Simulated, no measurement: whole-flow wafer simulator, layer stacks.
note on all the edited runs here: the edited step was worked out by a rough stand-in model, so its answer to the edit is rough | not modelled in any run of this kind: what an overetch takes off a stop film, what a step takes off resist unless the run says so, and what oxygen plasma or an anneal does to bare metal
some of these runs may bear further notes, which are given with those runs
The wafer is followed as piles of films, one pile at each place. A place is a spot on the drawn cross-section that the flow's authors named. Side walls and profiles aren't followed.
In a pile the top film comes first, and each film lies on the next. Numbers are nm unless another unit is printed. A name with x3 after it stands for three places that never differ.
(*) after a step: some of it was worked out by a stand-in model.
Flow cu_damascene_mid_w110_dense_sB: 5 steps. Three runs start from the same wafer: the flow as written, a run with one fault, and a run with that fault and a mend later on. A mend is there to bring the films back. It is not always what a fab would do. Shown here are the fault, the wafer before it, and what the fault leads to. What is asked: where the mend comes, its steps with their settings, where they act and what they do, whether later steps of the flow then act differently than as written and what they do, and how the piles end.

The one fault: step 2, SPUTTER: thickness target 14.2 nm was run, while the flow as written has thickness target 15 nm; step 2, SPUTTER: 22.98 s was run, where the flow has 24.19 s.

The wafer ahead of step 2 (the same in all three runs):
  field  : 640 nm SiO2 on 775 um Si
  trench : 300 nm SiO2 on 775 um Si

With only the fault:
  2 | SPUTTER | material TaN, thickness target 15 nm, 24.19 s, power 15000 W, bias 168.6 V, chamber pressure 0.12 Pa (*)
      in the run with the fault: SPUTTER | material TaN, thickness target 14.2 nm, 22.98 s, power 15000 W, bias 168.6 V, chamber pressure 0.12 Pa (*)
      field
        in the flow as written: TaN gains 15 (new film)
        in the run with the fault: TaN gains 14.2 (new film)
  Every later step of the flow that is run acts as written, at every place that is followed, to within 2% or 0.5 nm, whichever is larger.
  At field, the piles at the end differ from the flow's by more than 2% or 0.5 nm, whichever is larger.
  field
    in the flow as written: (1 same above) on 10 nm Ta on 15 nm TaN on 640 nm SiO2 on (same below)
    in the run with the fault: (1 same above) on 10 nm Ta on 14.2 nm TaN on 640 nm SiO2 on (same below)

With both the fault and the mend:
  The mend follows step 2.
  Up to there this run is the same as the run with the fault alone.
  2a | SPUTTER | material TaN, thickness target 0.8 nm, 1.29 s, power 15000 W, bias 168.6 V, chamber pressure 0.12 Pa (*) (a further turn of the flow's step 2, with different settings)
      field
        TaN gains 0.8
      trench
        TaN gains 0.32
  Every later step of the flow that is run acts as written at every place that is followed.
  At the end the piles are close to the flow's at the places that both follow, differing by at most 2% or 0.5 nm, whichever is larger.
